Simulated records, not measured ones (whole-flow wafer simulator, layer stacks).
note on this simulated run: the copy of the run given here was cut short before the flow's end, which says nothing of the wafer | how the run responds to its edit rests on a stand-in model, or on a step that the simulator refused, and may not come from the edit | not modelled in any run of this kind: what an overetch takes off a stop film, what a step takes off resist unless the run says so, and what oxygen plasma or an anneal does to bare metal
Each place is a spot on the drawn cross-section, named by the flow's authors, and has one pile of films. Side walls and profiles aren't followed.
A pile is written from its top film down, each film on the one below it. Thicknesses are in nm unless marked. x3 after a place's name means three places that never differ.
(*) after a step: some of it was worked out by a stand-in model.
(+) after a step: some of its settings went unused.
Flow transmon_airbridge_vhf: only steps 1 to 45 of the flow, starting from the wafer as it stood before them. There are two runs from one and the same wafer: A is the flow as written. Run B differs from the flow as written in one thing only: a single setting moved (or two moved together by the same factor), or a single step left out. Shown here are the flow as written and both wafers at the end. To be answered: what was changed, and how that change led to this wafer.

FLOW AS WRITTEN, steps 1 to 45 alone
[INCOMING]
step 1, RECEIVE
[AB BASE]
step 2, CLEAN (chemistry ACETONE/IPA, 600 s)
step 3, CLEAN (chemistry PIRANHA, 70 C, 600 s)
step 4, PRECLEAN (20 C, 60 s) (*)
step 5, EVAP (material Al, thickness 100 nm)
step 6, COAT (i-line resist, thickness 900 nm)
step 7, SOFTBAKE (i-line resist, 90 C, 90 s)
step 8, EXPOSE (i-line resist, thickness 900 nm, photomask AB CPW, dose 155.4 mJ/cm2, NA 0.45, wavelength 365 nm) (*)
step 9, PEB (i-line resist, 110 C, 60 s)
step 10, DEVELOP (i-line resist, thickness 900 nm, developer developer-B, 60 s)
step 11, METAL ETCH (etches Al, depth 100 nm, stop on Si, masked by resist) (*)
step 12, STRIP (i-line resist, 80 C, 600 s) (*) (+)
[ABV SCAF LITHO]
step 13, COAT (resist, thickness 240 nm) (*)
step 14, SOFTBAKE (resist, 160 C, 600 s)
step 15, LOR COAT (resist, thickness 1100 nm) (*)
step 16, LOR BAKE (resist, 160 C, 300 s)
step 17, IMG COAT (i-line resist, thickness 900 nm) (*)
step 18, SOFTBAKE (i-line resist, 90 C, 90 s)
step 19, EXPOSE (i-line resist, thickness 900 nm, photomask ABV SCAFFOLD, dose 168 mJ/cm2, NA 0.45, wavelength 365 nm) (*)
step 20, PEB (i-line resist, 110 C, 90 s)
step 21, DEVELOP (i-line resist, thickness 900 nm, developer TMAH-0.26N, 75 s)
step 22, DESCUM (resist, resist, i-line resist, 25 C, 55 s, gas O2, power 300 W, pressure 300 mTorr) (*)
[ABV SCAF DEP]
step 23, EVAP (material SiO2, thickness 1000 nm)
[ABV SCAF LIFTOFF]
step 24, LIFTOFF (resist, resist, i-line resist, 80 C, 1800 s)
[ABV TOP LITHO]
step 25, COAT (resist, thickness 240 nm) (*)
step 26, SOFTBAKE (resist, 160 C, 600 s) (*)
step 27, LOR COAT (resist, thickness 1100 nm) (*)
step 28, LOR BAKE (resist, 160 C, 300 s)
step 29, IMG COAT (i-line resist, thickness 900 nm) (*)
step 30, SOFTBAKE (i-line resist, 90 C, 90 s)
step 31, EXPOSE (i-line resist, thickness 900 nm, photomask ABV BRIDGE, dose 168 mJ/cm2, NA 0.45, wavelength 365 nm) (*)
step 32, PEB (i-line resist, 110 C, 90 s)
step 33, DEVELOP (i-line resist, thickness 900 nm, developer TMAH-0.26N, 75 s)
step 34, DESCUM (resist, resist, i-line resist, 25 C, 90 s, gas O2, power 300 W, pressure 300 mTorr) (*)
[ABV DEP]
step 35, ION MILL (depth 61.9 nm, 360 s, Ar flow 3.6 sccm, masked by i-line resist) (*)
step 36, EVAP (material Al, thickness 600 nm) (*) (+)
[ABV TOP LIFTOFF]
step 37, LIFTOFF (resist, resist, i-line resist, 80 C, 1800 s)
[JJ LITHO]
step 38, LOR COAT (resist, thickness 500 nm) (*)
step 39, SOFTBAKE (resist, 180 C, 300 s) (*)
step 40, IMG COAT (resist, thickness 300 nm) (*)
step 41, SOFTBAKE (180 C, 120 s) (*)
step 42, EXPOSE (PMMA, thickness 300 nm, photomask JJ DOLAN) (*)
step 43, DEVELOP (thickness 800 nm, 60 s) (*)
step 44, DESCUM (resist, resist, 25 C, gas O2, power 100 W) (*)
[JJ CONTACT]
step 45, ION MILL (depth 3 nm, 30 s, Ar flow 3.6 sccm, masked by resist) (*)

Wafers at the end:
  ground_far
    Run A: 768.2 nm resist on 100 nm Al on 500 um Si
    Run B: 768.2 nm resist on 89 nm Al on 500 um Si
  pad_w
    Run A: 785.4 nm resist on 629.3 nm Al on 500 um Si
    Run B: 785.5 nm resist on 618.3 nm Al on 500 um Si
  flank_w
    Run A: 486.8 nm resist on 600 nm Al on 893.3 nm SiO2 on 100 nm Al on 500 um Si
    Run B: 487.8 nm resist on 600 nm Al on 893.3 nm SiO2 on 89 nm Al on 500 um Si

Cause: step 5, EVAP: thickness 89 nm was run, while the flow as written has thickness 100 nm.
The wafer itself shows it: ground_far has Al 89, and step 5 as written asks for 100 nm.

Step by step, how the change led to this:
  step 5, EVAP (material Al, thickness 100 nm)
      field x3, jj_line, ground_far and 12 more: A +100 Al (new film) | B +89 Al (new film)
  step 11, METAL ETCH (etches Al, depth 100 nm, stop on Si, masked by resist) (*)
      field x3, jj_line, gap_w, gap_e: A -100 Al (all of it) | B -89 Al (all of it)
